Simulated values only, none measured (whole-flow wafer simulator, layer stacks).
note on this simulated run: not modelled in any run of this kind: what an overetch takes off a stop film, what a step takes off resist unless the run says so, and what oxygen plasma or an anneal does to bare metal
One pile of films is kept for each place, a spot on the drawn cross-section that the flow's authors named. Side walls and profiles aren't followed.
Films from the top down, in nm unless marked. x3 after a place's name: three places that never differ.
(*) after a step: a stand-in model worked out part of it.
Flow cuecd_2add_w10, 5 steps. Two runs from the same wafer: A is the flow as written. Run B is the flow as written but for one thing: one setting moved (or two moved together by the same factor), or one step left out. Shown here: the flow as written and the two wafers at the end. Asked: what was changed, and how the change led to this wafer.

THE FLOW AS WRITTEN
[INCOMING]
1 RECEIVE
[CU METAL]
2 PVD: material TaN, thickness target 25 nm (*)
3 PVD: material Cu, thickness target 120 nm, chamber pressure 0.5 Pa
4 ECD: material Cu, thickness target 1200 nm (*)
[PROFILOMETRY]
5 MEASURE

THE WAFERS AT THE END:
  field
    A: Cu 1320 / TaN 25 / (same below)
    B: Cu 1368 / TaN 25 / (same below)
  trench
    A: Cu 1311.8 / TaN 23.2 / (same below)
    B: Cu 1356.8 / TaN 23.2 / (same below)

The cause: step 3, PVD: thickness target 168 nm was run, where the flow has thickness target 120 nm.

How the change led to this, step by step:
  3 PVD: material Cu, thickness target 120 nm, chamber pressure 0.5 Pa
      field: A Cu +120 (new film) | B Cu +168 (new film)
      trench: A Cu +111.8 (new film) | B Cu +156.8 (new film)
